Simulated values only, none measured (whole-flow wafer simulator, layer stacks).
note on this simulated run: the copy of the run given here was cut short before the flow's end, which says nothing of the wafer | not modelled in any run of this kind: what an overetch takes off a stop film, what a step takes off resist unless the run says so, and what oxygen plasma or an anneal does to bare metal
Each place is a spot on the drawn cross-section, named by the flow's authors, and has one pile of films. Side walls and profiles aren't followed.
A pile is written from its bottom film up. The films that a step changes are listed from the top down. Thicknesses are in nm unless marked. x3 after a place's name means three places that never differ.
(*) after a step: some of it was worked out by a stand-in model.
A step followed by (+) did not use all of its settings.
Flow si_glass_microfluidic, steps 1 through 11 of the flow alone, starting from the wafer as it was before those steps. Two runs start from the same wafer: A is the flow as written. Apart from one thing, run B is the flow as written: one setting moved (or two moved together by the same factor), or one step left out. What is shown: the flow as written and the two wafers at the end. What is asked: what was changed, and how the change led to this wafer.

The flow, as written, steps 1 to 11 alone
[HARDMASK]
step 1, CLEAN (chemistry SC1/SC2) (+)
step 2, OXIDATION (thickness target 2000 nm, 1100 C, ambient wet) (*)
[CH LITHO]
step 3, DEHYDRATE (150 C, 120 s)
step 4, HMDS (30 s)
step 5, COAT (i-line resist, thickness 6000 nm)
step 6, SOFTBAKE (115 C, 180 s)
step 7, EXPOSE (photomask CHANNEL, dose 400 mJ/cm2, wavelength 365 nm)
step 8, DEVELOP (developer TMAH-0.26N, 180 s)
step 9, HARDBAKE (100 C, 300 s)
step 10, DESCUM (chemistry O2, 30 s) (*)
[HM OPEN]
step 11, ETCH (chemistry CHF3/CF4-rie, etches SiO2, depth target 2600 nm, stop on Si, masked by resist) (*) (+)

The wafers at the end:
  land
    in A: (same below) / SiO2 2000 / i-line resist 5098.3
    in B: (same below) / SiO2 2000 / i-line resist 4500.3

The reason: step 5, COAT: thickness 5400 nm was run, whereas the flow has thickness 6000 nm.

Step by step, how the change led to this:
  step 5, COAT (i-line resist, thickness 6000 nm)
      land, ch100 x9: A i-line resist gains 6000 (new film) | B i-line resist gains 5400 (new film)
  step 8, DEVELOP (developer TMAH-0.26N, 180 s)
      ch100 x9: A i-line resist loses 6000 (all of it) | B i-line resist loses 5400 (all of it)
  step 9, HARDBAKE (100 C, 300 s)
      land: A i-line resist loses 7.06 | B i-line resist loses 5.01
